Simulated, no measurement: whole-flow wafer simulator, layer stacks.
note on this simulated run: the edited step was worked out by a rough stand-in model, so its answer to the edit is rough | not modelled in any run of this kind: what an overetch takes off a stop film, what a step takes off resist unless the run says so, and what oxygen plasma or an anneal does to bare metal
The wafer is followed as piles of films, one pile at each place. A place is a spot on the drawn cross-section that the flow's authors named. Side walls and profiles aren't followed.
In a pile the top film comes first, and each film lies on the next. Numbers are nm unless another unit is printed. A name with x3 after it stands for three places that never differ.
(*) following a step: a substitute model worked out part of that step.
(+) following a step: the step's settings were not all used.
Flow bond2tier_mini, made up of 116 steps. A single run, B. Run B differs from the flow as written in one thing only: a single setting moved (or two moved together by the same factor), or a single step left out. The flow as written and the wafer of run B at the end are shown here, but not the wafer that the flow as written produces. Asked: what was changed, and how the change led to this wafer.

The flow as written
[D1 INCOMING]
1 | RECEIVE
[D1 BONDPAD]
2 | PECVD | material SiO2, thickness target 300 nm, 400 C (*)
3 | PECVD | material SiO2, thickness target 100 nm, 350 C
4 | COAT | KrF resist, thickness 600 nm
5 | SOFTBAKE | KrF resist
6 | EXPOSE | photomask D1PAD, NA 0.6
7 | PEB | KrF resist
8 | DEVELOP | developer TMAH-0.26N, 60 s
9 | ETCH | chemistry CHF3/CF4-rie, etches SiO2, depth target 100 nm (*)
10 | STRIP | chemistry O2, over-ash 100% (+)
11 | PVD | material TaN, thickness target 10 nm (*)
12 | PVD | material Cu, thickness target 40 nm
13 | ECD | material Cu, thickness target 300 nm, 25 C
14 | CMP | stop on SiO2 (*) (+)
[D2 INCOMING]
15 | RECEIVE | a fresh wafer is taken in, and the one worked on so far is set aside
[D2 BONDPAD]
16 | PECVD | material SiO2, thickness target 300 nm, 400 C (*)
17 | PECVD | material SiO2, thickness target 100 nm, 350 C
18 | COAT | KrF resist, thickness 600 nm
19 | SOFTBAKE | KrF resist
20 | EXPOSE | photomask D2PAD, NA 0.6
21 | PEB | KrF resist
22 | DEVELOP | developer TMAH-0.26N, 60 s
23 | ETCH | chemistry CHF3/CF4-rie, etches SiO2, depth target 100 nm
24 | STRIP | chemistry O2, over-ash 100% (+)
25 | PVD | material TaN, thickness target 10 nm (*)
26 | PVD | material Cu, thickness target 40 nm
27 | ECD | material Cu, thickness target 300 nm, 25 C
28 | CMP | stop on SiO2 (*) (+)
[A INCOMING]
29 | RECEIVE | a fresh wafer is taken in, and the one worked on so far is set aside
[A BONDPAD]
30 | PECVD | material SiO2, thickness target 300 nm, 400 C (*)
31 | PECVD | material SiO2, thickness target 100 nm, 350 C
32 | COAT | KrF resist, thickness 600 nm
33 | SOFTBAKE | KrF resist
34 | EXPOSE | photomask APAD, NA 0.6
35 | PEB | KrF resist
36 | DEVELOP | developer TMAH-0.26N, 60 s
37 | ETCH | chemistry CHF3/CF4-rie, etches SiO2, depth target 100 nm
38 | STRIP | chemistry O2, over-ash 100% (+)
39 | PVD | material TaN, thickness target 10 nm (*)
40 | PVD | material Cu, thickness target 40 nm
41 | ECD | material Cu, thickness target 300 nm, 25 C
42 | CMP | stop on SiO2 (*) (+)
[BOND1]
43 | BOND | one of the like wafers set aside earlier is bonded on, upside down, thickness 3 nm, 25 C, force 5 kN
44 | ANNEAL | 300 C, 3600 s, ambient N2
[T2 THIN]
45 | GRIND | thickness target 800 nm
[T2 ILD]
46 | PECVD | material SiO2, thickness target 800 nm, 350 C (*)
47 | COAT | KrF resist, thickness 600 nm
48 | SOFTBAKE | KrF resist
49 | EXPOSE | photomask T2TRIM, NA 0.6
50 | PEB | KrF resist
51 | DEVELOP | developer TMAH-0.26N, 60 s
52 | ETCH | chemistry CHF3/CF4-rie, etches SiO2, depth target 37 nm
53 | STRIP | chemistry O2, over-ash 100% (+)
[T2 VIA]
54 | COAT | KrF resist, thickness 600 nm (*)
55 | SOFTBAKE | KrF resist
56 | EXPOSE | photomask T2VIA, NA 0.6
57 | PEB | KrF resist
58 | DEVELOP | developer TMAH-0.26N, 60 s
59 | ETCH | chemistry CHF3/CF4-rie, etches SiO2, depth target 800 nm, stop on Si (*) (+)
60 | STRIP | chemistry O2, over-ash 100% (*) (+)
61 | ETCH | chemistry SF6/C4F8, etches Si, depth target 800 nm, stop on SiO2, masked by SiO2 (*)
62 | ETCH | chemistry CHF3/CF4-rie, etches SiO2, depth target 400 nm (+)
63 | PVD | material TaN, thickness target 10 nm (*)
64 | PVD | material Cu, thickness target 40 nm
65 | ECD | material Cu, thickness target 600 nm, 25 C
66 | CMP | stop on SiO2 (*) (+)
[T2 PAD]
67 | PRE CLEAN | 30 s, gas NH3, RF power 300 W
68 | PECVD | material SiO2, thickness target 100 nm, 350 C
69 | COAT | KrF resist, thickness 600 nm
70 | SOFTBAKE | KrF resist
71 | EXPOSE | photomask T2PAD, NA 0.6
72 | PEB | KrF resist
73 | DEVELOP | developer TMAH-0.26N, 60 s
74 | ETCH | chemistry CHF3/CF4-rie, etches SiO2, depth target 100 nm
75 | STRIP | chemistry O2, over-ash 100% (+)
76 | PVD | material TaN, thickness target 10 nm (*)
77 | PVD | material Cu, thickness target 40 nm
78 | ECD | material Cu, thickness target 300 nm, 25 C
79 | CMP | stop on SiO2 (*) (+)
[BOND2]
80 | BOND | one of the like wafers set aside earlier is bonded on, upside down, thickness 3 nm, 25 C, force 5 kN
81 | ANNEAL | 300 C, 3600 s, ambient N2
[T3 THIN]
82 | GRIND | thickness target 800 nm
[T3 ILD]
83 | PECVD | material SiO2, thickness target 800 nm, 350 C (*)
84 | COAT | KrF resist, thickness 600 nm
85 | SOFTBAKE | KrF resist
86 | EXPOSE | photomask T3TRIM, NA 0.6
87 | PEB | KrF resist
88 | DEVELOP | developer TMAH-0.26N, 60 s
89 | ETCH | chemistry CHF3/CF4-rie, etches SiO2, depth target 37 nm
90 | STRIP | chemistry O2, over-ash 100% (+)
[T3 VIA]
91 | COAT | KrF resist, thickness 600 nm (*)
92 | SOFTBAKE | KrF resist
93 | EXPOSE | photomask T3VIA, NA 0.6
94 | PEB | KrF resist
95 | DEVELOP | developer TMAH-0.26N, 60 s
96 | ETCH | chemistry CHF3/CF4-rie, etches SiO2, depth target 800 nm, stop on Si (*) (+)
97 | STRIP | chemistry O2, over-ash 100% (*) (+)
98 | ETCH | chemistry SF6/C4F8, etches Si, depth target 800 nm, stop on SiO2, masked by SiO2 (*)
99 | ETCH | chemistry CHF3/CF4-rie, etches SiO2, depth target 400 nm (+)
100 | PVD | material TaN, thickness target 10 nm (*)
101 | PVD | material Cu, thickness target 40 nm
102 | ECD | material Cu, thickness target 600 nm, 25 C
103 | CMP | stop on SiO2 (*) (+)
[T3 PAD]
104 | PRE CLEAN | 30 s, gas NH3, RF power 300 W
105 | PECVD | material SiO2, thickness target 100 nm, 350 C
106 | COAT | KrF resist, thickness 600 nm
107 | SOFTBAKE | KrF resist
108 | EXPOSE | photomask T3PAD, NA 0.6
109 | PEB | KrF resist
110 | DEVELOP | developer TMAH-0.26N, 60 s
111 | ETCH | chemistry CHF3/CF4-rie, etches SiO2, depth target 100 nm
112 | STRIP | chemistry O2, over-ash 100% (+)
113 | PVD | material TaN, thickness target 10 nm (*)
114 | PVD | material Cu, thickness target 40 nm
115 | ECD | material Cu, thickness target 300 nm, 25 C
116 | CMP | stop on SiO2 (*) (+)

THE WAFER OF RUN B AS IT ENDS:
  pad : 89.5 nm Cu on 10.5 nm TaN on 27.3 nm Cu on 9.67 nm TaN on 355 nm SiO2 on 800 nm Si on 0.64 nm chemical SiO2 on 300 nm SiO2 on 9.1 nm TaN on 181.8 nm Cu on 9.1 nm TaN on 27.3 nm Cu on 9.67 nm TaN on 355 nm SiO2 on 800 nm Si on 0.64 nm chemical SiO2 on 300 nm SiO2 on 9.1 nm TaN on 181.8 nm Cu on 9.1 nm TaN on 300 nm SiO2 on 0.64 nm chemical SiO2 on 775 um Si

Cause: step 113, PVD: thickness target 11.5 nm was run, though the flow has thickness target 10 nm.

The path from the change to this, step by step:
  113 | PVD | material TaN, thickness target 10 nm (*)
      field: +11.5 TaN (new film) (as written it would have been: +10 TaN (new film))
      pad: +10.5 TaN (new film) (as written it would have been: +9.1 TaN (new film))
  116 | CMP | stop on SiO2 (*) (+)
      field: -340 Cu (all of it), -11.5 TaN (all of it) (as written it would have been: -340 Cu (all of it), -10 TaN (all of it))
